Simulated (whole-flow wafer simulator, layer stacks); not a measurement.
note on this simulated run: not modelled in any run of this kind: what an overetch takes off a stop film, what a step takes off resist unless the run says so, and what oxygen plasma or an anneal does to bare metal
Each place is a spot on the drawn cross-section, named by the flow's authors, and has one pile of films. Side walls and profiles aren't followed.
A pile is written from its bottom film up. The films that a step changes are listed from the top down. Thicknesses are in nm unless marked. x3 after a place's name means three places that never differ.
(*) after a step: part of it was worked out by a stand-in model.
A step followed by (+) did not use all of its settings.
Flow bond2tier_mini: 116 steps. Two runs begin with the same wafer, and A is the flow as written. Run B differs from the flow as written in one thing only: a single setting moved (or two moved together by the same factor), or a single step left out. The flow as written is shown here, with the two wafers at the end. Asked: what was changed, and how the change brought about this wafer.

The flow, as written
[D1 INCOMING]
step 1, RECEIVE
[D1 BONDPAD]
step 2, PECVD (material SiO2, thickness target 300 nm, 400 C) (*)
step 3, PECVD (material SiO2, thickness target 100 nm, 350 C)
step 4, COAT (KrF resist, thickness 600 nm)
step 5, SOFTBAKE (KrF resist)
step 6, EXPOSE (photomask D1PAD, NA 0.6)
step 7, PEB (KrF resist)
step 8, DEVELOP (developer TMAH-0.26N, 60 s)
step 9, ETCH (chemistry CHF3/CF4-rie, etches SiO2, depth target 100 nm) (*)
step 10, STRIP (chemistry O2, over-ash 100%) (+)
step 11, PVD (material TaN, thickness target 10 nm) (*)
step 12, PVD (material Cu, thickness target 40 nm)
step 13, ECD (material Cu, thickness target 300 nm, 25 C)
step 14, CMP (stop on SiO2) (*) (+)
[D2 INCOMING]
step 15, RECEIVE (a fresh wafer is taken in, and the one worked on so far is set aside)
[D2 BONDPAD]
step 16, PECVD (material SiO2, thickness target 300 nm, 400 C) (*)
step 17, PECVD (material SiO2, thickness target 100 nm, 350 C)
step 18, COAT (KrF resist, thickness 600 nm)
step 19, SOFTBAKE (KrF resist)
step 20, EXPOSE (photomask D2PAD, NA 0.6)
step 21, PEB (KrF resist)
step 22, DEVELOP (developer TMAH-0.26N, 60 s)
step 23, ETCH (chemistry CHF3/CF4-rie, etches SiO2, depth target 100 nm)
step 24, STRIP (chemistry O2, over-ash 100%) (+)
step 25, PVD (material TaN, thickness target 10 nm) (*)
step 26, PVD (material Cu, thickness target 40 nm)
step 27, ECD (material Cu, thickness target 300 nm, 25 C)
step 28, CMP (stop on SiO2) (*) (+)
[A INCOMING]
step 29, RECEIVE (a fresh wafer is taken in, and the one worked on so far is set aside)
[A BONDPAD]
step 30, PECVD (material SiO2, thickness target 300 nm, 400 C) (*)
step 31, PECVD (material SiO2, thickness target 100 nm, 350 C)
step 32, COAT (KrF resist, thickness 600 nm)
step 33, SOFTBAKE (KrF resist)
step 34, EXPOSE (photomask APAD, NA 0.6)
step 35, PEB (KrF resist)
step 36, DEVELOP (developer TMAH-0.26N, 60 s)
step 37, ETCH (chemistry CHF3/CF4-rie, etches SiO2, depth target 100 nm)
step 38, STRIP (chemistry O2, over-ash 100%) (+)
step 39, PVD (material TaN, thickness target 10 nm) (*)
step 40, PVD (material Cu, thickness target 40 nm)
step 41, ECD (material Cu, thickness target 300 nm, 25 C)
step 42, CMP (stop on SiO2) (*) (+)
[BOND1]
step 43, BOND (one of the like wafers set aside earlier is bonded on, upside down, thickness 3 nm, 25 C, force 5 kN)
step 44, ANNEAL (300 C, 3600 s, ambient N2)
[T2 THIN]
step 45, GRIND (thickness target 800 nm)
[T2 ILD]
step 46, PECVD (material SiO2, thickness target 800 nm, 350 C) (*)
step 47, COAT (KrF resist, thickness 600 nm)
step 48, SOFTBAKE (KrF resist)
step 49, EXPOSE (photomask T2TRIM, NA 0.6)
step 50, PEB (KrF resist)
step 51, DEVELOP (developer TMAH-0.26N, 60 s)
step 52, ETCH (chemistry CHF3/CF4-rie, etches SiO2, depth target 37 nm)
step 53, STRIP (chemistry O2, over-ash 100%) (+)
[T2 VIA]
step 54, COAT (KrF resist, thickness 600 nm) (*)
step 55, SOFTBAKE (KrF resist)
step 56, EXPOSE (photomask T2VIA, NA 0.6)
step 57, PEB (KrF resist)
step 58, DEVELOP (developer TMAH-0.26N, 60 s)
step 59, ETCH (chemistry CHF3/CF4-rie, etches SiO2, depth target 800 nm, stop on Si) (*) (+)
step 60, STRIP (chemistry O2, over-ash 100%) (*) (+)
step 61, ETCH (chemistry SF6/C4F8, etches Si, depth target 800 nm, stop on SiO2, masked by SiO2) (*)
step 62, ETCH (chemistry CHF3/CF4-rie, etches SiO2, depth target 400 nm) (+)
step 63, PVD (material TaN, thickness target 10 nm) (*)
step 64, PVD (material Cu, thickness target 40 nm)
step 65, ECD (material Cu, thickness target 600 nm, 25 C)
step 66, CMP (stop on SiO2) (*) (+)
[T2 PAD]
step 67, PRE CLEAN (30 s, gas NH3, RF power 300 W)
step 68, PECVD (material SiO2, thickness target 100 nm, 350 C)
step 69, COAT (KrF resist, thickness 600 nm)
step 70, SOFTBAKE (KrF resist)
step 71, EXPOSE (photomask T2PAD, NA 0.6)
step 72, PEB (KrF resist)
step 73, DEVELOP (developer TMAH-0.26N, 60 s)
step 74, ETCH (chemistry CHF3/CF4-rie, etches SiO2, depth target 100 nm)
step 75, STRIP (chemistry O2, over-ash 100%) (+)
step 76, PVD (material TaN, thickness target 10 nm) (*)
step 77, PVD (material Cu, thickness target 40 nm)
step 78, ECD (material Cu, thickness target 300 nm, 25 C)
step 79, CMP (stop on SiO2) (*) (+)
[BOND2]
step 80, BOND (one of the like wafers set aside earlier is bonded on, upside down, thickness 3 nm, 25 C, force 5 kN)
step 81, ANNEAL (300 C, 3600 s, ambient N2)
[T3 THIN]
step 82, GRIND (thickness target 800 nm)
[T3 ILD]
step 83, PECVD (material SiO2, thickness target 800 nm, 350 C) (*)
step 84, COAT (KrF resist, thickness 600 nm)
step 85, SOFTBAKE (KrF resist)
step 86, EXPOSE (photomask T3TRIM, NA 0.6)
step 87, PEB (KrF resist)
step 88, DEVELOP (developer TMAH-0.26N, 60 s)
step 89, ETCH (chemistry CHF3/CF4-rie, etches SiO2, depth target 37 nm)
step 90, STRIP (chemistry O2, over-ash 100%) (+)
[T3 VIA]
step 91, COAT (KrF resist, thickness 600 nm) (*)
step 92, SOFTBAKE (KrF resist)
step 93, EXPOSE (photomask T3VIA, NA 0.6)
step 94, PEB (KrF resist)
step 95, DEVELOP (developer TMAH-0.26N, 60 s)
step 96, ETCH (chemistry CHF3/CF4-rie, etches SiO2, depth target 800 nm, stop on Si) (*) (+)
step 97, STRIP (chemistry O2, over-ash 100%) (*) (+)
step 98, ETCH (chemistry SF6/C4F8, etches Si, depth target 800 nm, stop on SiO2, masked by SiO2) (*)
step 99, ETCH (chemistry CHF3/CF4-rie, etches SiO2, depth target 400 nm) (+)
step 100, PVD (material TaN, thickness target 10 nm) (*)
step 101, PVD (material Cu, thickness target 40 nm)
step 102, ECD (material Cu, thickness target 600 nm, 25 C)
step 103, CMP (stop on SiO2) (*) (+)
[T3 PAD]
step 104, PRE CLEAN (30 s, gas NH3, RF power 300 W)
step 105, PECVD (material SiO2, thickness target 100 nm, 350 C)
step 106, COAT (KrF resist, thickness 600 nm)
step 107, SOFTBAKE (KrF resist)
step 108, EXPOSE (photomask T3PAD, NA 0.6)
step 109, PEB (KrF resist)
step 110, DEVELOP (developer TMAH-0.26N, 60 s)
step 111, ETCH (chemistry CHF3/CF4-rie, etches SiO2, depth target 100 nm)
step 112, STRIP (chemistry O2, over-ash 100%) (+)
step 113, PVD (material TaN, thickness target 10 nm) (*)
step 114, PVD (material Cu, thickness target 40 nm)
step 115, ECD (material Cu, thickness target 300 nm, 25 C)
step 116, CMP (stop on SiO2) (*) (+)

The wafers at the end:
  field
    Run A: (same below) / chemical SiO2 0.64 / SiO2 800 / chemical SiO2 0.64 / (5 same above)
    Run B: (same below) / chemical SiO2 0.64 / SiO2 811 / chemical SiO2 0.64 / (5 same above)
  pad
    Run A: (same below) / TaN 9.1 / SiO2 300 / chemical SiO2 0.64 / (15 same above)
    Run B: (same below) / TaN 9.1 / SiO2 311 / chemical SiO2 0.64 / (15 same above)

Cause: step 3, PECVD: thickness target 111 nm was run, whereas the flow has thickness target 100 nm.

How this came from the change, step by step:
  step 3, PECVD (material SiO2, thickness target 100 nm, 350 C)
      field, pad, via: A SiO2 gains 100 | B SiO2 gains 111
  step 43, BOND (one of the like wafers set aside earlier is bonded on, upside down, thickness 3 nm, 25 C, force 5 kN)
      field: A Si gains 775 um (new film), chemical SiO2 gains 0.64 (new film), SiO2 gains 400 | B Si gains 775 um (new film), chemical SiO2 gains 0.64 (new film), SiO2 gains 411
      pad: A Si gains 775 um (new film), chemical SiO2 gains 0.64 (new film), SiO2 gains 300 (new film), TaN gains 9.1 (new film), Cu gains 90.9 | B Si gains 775 um (new film), chemical SiO2 gains 0.64 (new film), SiO2 gains 311 (new film), TaN gains 9.1 (new film), Cu gains 90.9
      (also at 1 further place)
